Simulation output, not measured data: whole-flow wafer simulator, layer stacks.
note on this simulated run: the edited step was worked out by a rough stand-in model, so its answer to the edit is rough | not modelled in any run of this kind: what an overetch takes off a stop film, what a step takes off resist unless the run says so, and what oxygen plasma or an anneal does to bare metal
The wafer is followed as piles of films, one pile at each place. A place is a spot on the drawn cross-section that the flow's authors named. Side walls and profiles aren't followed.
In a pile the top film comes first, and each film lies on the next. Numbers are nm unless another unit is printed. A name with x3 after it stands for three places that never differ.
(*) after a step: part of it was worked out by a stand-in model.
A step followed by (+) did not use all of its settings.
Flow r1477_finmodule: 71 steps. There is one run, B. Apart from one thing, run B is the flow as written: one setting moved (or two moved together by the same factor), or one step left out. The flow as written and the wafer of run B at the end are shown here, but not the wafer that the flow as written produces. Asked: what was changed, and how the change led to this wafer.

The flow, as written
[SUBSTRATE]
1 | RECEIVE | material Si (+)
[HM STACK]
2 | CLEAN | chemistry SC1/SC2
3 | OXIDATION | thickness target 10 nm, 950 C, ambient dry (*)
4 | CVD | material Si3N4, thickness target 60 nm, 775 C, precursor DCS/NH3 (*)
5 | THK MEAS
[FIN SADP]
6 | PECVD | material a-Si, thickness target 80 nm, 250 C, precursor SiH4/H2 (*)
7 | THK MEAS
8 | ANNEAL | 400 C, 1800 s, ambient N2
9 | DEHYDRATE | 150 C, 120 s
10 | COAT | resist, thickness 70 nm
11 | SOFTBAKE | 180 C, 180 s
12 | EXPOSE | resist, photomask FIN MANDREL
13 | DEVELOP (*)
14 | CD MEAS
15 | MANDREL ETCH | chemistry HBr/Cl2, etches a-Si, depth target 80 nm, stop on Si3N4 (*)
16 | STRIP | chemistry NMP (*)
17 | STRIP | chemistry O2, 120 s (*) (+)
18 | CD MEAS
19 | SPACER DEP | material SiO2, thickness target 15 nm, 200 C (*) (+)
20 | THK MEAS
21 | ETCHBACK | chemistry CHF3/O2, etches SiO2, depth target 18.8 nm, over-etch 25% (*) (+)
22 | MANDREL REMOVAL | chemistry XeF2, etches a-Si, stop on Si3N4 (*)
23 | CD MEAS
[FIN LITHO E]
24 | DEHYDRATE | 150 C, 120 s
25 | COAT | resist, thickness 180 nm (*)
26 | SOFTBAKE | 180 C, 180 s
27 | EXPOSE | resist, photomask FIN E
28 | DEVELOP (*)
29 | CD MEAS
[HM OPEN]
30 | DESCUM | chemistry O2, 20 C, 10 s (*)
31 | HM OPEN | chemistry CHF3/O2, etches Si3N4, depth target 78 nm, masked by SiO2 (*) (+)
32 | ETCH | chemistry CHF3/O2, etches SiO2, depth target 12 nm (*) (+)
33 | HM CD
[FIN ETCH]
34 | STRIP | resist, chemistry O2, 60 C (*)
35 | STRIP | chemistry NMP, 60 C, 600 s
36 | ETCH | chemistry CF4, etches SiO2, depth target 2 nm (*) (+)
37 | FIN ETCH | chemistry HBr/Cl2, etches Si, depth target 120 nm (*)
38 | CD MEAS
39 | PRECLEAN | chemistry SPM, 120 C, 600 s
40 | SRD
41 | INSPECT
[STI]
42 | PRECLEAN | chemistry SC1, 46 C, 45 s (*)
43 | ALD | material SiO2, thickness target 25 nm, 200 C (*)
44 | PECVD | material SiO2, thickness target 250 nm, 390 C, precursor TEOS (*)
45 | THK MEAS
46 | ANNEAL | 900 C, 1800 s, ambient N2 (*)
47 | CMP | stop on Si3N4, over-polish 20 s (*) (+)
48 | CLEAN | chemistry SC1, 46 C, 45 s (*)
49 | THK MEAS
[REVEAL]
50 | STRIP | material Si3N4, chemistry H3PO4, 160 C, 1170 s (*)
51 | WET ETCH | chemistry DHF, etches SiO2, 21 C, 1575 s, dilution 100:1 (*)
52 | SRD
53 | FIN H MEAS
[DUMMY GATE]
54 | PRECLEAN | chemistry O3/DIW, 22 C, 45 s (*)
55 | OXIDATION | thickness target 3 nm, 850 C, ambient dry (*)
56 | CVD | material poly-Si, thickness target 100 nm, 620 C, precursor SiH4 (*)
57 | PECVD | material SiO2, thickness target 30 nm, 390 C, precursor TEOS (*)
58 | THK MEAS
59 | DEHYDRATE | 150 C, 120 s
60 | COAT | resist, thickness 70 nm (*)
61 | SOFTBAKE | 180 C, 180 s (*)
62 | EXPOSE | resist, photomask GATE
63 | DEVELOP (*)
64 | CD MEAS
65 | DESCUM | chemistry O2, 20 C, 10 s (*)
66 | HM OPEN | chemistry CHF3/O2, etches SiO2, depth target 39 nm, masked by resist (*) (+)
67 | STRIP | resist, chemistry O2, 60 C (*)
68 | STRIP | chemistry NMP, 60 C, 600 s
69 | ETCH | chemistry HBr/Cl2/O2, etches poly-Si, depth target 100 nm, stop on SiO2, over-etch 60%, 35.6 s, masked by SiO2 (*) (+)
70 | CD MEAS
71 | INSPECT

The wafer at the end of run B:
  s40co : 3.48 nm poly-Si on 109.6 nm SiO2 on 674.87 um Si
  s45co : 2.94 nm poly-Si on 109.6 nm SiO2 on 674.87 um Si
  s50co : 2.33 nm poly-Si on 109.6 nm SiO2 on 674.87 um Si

The reason: step 69, ETCH: depth target 67.5 nm was run, though the flow has depth target 100 nm; step 69, ETCH: 24 s was run, where the flow has 35.6 s.

The path from the change to this, step by step:
  69 | ETCH | chemistry HBr/Cl2/O2, etches poly-Si, depth target 100 nm, stop on SiO2, over-etch 60%, 35.6 s, masked by SiO2 (*) (+)
      s40co: chemical SiO2 loses 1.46 (all of it), poly-Si loses 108 (in the flow as written it would be: chemical SiO2 loses 1.46 (all of it), poly-Si loses 111.5 (all of it), SiO2 loses 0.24)
      s45co: chemical SiO2 loses 1.46 (all of it), poly-Si loses 108 (in the flow as written it would be: chemical SiO2 loses 1.46 (all of it), poly-Si loses 110.9 (all of it), SiO2 loses 0.25)
      (as well as at 19 more places)
